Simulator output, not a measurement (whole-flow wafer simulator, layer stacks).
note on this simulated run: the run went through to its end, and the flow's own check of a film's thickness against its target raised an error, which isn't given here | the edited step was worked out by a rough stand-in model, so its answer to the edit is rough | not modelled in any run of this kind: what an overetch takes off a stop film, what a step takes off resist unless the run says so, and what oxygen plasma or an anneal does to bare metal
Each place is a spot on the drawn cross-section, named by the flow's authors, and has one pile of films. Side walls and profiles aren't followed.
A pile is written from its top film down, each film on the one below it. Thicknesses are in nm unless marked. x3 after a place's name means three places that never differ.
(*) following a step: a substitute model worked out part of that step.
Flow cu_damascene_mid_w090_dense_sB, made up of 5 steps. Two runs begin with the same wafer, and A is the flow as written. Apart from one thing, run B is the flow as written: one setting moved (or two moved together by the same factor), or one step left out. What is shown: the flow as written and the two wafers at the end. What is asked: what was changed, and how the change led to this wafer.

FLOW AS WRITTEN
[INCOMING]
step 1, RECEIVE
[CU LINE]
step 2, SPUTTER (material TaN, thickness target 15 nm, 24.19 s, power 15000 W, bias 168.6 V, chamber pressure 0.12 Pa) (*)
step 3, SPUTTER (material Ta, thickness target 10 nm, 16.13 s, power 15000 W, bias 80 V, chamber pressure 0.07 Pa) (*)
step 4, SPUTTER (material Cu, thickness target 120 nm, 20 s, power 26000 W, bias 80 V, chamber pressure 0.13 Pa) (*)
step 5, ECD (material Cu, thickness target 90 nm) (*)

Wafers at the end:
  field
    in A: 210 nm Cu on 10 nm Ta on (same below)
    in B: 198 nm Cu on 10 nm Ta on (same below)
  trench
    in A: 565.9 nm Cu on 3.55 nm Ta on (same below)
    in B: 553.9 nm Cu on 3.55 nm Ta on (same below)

Cause: step 4, SPUTTER: thickness target 108 nm was run, though the flow has thickness target 120 nm; step 4, SPUTTER: 18 s was run, where the flow has 20 s.

Step by step, how the change led to this:
  step 4, SPUTTER (material Cu, thickness target 120 nm, 20 s, power 26000 W, bias 80 V, chamber pressure 0.13 Pa) (*)
      field: A Cu gains 120 (new film) | B Cu gains 108 (new film)
      trench: A Cu gains 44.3 (new film) | B Cu gains 39.9 (new film)
